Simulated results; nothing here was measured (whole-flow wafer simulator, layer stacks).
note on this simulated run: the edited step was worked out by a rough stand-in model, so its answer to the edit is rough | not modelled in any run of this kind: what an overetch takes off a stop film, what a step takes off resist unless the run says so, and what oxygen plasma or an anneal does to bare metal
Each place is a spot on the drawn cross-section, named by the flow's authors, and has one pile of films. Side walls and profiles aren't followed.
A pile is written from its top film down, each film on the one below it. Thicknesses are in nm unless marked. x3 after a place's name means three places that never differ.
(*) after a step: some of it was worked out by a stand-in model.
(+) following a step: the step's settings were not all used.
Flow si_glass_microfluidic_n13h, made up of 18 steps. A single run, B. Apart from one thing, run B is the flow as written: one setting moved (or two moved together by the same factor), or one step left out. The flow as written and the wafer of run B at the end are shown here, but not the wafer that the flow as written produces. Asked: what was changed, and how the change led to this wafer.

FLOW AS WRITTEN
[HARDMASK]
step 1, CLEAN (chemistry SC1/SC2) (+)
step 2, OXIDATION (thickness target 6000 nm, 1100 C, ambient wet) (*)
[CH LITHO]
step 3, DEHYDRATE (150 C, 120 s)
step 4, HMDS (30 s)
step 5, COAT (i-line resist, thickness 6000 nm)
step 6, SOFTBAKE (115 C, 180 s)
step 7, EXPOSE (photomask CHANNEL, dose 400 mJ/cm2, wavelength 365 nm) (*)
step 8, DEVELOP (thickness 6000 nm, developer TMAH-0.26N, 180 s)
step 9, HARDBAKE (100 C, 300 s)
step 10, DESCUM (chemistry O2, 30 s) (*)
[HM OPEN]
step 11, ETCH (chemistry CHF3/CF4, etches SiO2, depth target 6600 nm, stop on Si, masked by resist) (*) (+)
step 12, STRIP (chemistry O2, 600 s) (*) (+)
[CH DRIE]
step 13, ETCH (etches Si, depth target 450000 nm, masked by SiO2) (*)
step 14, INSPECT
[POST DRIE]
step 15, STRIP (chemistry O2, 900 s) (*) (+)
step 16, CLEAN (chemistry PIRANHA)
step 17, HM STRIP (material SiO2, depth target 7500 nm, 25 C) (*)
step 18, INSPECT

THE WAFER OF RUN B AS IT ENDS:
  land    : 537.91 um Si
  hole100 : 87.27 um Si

Cause: step 2, OXIDATION: 1018 C was run, while the flow as written has 1100 C.

Step by step, how the change led to this:
  step 2, OXIDATION (thickness target 6000 nm, 1100 C, ambient wet) (*)
      land, hole100: SiO2 gains 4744 (new film), chemical SiO2 loses 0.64 (all of it), Si loses 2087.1 (in the flow as written it would be: SiO2 gains 6000 (new film), chemical SiO2 loses 0.64 (all of it), Si loses 2639.7)
  step 11, ETCH (chemistry CHF3/CF4, etches SiO2, depth target 6600 nm, stop on Si, masked by resist) (*) (+)
      hole100: SiO2 loses 4744 (all of it) (in the flow as written it would be: SiO2 loses 6000 (all of it))
  step 17, HM STRIP (material SiO2, depth target 7500 nm, 25 C) (*)
      land: SiO2 loses 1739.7 (all of it) (in the flow as written it would be: SiO2 loses 2995.7 (all of it))
